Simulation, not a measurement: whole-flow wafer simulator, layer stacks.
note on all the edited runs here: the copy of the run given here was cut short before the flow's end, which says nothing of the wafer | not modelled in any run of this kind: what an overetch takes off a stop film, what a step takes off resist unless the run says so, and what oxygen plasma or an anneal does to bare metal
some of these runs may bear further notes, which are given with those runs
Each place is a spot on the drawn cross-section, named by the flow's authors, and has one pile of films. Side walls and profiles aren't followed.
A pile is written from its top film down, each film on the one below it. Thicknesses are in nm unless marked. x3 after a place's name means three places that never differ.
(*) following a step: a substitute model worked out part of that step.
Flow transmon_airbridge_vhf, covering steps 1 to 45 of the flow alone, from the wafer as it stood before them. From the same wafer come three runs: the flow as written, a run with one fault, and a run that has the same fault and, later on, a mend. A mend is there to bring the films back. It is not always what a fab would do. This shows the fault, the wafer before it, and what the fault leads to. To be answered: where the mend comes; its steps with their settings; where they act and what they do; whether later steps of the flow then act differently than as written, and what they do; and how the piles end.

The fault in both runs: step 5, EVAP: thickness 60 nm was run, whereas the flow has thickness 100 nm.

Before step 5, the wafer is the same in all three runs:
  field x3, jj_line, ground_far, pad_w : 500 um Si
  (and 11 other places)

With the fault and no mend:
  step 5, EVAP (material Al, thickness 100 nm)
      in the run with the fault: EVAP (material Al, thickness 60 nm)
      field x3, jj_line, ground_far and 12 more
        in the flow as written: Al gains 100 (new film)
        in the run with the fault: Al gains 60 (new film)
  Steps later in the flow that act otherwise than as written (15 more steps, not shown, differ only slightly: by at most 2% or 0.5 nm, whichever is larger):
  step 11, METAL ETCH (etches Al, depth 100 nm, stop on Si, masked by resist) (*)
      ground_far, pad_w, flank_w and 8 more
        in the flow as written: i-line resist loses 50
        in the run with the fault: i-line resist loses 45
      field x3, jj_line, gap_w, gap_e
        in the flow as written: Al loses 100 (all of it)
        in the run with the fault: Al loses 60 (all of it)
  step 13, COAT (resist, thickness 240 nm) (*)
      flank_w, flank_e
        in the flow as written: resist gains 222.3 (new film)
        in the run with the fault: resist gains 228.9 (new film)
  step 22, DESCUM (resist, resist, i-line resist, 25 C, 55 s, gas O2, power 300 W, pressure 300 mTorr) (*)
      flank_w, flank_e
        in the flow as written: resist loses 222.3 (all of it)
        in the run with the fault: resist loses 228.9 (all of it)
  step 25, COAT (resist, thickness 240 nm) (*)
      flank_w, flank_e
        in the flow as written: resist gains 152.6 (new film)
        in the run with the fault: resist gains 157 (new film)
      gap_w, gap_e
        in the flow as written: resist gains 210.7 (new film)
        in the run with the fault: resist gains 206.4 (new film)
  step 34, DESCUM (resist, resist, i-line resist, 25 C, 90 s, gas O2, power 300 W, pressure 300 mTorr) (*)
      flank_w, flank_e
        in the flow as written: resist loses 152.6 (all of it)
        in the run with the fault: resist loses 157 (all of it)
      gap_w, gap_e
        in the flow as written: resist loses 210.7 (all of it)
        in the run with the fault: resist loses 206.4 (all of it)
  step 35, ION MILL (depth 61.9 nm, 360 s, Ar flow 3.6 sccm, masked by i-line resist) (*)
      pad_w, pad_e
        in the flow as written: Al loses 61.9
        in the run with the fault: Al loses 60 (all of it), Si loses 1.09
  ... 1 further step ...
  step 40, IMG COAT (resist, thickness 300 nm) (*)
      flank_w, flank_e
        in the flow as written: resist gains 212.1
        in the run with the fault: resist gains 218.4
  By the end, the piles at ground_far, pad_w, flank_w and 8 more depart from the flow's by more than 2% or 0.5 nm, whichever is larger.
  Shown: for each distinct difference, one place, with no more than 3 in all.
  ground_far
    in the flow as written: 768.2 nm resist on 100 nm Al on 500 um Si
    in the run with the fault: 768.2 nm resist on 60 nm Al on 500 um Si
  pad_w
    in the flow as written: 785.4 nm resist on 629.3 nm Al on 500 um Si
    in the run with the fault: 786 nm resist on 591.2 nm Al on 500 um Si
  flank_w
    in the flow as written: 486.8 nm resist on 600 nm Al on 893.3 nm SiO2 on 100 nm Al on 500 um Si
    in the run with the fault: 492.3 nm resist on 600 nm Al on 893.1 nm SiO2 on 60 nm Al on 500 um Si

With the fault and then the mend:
  After step 5 comes the mend.
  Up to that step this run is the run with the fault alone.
  step 5a, EVAP (material Al, thickness 40 nm) (the flow's step 5 again, with other settings)
      field x3, jj_line, ground_far and 12 more
        Al gains 40
  None of the later steps of the flow acts differently than as written at any place that is followed.
  By the end, the piles equal the flow's at every place that both follow.
